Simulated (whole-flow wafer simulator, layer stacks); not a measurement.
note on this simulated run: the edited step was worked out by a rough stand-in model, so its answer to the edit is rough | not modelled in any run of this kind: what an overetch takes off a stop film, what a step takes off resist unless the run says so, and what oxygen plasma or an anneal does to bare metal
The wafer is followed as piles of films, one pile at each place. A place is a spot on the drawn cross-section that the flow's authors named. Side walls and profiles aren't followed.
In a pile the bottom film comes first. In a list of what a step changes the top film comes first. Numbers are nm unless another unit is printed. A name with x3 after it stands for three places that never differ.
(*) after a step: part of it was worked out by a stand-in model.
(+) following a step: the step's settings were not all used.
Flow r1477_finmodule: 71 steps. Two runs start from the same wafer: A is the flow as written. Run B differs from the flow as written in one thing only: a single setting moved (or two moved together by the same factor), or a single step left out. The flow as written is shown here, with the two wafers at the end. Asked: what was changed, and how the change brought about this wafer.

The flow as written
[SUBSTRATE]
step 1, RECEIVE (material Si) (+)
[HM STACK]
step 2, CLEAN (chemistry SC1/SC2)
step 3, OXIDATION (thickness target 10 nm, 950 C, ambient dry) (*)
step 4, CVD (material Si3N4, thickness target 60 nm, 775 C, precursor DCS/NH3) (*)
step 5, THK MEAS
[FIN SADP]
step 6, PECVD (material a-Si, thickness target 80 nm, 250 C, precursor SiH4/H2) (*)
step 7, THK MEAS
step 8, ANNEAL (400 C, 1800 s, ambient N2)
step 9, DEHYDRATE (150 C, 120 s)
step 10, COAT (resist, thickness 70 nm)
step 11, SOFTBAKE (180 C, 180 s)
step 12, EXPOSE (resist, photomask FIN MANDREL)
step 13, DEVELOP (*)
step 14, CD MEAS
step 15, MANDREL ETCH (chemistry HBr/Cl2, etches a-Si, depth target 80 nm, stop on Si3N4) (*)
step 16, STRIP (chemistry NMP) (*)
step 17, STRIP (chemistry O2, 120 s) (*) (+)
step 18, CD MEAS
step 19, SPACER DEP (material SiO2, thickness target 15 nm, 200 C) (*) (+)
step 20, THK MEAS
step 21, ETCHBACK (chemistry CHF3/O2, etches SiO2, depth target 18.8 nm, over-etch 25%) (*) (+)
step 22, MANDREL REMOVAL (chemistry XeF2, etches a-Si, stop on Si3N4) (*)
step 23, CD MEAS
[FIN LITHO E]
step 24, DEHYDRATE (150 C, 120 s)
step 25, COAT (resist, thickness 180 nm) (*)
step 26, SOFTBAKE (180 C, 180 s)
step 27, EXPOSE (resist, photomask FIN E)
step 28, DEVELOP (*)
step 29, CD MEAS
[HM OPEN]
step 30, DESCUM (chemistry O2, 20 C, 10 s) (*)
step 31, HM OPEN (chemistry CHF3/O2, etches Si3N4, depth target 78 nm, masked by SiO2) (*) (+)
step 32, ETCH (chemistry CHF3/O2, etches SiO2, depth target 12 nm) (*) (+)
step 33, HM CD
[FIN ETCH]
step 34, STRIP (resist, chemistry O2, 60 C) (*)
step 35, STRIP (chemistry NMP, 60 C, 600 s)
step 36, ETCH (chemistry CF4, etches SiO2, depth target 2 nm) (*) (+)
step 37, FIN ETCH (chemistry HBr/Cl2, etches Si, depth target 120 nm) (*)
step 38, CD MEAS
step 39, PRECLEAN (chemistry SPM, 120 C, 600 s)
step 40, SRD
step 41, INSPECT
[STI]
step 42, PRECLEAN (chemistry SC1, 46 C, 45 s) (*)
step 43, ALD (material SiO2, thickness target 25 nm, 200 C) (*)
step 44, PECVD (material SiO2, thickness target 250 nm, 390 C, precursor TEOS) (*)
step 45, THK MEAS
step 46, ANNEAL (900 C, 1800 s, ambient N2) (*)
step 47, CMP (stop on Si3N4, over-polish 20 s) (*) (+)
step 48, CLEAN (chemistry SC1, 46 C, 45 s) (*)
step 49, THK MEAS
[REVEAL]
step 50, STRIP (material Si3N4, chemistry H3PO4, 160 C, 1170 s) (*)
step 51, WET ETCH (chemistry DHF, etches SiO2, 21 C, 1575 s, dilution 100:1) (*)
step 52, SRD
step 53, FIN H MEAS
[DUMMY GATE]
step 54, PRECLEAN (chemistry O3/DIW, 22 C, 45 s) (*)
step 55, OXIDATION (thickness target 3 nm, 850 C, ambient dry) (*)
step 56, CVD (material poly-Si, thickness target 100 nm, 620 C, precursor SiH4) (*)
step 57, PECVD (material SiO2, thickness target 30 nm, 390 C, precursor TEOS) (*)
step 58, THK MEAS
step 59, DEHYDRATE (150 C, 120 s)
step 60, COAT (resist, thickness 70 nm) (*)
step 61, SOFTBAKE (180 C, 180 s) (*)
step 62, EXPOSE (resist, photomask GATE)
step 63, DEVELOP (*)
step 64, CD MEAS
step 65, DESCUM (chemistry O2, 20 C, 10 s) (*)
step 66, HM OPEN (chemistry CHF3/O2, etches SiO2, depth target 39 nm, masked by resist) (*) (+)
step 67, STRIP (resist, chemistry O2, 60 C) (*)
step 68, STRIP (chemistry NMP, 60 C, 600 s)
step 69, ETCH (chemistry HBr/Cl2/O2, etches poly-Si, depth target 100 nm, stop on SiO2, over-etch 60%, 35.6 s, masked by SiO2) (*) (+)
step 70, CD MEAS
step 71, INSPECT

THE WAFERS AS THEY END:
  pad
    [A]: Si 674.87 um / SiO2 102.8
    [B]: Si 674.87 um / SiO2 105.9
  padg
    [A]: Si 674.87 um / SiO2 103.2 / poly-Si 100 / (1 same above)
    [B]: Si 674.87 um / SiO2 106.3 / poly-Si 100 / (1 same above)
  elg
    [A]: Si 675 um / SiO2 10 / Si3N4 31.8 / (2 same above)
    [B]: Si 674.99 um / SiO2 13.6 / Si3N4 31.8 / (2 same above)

The reason: step 3, OXIDATION: thickness target 13.6 nm was run, while the flow as written has thickness target 10 nm.
The wafer lets one read it off: elg has SiO2 13.6, and step 3 as written asks for 10 nm.

Step by step, how the change led to this:
  step 3, OXIDATION (thickness target 10 nm, 950 C, ambient dry) (*)
      pad, padg, elg and 33 more: A SiO2 gains 10 (new film), chemical SiO2 loses 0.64 (all of it), Si loses 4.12 | B SiO2 gains 13.6 (new film), chemical SiO2 loses 0.64 (all of it), Si loses 5.7
  step 31, HM OPEN (chemistry CHF3/O2, etches Si3N4, depth target 78 nm, masked by SiO2) (*) (+)
      pad, padg, esg and 13 more: A Si3N4 loses 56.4 (all of it), SiO2 loses 10 (all of it) | B Si3N4 loses 56.4 (all of it), SiO2 loses 10.8
  step 32, ETCH (chemistry CHF3/O2, etches SiO2, depth target 12 nm) (*) (+)
      pad, padg, e40sg and 11 more: A Si loses 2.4 | B SiO2 loses 2.79 (all of it), Si loses 1.84
      esg, eso: A Si loses 1.77 | B SiO2 loses 2.79 (all of it), Si loses 1.84
      (as well as at 6 more places)
  step 47, CMP (stop on Si3N4, over-polish 20 s) (*) (+)
      pad, padg, e40sg and 11 more: A SiO2 loses 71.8 | B SiO2 loses 68.7
      eso: A SiO2 loses 72.4 | B SiO2 loses 68.7
  step 51, WET ETCH (chemistry DHF, etches SiO2, 21 C, 1575 s, dilution 100:1) (*)
      s40sg_line, s45sg_line, s50sg_line, s40so_line, s45so_line, s50so_line: A SiO2 loses 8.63 (all of it) | B SiO2 loses 12.2 (all of it)
  step 56, CVD (material poly-Si, thickness target 100 nm, 620 C, precursor SiH4) (*)
      s40cg, s40co: A poly-Si gains 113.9 (new film) | B poly-Si gains 110.3 (new film)
      s45cg, s45co: A poly-Si gains 113.4 (new film) | B poly-Si gains 109.8 (new film)
      (as well as at 2 more places)
  step 60, COAT (resist, thickness 70 nm) (*)
      s40sg, s40so: A resist gains 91 (new film) | B resist gains 87.6 (new film)
      s45sg, s45so: A resist gains 91 (new film) | B resist gains 87.5 (new film)
      (as well as at 2 more places)
  step 63, DEVELOP (*)
      s40so: A resist loses 91 (all of it) | B resist loses 87.6 (all of it)
      s45so: A resist loses 91 (all of it) | B resist loses 87.5 (all of it)
      (as well as at 1 more place)
  step 67, STRIP (resist, chemistry O2, 60 C) (*)
      s40sg: A resist loses 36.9 (all of it) | B resist loses 33.5 (all of it)
      s45sg: A resist loses 36.9 (all of it) | B resist loses 33.4 (all of it)
      (as well as at 1 more place)
  step 69, ETCH (chemistry HBr/Cl2/O2, etches poly-Si, depth target 100 nm, stop on SiO2, over-etch 60%, 35.6 s, masked by SiO2) (*) (+)
      s40co: A chemical SiO2 loses 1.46 (all of it), poly-Si loses 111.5 (all of it), SiO2 loses 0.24 | B chemical SiO2 loses 1.46 (all of it), poly-Si loses 107.9 (all of it), SiO2 loses 0.26
      s45co: A chemical SiO2 loses 1.46 (all of it), poly-Si loses 110.9 (all of it), SiO2 loses 0.25 | B chemical SiO2 loses 1.46 (all of it), poly-Si loses 107.3 (all of it), SiO2 loses 0.26
      (as well as at 1 more place)
